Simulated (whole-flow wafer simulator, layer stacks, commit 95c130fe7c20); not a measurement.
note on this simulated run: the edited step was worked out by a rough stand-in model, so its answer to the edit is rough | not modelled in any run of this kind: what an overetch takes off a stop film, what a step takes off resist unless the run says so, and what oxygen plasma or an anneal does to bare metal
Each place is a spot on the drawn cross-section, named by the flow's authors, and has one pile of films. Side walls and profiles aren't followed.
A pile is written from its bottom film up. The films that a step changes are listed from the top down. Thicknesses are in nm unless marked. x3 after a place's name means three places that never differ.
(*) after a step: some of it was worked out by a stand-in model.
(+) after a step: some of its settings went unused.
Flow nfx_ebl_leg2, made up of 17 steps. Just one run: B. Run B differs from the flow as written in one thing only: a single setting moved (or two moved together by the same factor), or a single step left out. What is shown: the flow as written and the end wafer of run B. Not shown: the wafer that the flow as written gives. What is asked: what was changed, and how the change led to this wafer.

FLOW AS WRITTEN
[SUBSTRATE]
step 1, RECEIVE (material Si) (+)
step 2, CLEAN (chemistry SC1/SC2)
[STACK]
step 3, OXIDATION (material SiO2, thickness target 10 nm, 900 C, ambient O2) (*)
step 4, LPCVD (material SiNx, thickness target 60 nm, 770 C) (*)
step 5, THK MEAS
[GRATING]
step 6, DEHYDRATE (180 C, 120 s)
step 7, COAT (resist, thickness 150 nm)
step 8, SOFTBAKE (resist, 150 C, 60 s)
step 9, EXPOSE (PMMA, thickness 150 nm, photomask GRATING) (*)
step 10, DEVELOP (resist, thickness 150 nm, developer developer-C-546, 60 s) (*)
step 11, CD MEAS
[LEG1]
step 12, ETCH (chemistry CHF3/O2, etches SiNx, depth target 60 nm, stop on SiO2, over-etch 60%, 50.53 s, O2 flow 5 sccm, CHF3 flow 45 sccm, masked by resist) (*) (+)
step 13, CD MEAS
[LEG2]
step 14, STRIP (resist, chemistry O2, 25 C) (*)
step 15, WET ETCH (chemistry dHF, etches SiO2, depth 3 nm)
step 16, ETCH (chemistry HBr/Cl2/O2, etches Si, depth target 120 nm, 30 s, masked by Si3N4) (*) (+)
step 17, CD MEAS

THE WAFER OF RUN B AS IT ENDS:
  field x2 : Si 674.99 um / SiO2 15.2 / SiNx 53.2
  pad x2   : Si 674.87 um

The reason: step 3, OXIDATION: thickness target 15.2 nm was run, whereas the flow has thickness target 10 nm.
The wafer lets one read it off: field x2 has SiO2 15.2, and step 3 as written asks for 10 nm.

Step by step, how the change led to this:
  step 3, OXIDATION (material SiO2, thickness target 10 nm, 900 C, ambient O2) (*)
      field x2, pad x2: SiO2 gains 15.2 (new film), chemical SiO2 loses 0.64 (all of it), Si loses 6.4 (it would be, as written: SiO2 gains 10 (new film), chemical SiO2 loses 0.64 (all of it), Si loses 4.12)
  step 12, ETCH (chemistry CHF3/O2, etches SiNx, depth target 60 nm, stop on SiO2, over-etch 60%, 50.53 s, O2 flow 5 sccm, CHF3 flow 45 sccm, masked by resist) (*) (+)
      pad x2: SiNx loses 60 (all of it), SiO2 loses 15.2 (all of it) (it would be, as written: SiNx loses 60 (all of it), SiO2 loses 10 (all of it))
